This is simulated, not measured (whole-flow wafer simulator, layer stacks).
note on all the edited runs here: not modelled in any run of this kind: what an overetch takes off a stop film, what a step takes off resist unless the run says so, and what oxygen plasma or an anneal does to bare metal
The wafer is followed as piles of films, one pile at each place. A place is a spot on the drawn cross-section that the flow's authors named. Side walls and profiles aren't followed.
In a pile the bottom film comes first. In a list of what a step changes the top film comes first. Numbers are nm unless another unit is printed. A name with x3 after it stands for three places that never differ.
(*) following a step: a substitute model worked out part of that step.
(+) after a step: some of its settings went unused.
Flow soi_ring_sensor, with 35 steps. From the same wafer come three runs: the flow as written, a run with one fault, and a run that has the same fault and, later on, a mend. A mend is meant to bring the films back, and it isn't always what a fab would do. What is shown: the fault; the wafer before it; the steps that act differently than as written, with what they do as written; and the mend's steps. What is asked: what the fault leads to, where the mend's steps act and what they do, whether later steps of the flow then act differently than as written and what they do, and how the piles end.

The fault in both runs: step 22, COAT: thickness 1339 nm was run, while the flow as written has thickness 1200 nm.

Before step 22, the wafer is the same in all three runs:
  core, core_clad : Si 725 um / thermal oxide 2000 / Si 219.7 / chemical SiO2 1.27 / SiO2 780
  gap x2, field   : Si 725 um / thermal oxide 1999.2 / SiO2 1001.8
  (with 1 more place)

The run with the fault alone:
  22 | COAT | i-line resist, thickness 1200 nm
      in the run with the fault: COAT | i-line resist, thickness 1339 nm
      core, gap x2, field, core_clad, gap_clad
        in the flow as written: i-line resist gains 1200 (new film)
        in the run with the fault: i-line resist gains 1339 (new film)
  Steps later in the flow that act otherwise than as written (not shown: 1 more step that differs only slightly, by at most 2% or 0.5 nm, whichever is larger):
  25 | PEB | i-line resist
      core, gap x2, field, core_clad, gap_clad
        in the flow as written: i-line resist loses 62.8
        in the run with the fault: i-line resist loses 70.5
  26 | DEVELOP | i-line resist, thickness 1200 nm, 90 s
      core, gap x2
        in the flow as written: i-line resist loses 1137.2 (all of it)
        in the run with the fault: i-line resist loses 1268.5 (all of it)
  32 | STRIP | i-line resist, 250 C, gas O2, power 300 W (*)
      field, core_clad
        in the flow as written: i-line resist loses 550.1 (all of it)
        in the run with the fault: i-line resist loses 681.1 (all of it)
  At the end the piles are close to the flow's at the places that both follow, differing by at most 2% or 0.5 nm, whichever is larger.

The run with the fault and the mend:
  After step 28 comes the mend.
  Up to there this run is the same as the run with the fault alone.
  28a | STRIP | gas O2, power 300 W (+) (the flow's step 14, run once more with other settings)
      field, core_clad, gap_clad
        i-line resist loses 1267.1 (all of it)
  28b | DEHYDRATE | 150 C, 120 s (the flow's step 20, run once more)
      leaves every film unchanged at each place that is followed
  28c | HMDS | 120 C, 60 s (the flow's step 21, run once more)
      leaves every film unchanged at each place that is followed
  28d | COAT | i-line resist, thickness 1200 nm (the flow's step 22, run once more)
      core, gap x2, field, core_clad, gap_clad
        i-line resist gains 1200 (new film)
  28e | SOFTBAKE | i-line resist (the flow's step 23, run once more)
      leaves every film unchanged at each place that is followed
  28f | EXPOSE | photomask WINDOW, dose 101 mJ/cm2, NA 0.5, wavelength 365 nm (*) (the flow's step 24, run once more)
      leaves every film unchanged at each place that is followed
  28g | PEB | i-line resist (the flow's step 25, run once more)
      core, gap x2, field, core_clad, gap_clad
        i-line resist loses 62.8
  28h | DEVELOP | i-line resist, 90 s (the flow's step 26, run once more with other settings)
      core, gap x2
        i-line resist loses 1137.2 (all of it)
      field, core_clad, gap_clad
        i-line resist loses 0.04
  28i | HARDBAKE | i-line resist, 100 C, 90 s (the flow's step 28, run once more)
      field, core_clad, gap_clad
        i-line resist loses 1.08
  Later steps of the flow that are run all act as written at every place that is followed.
  The piles end the same as the flow's at every place that both follow.
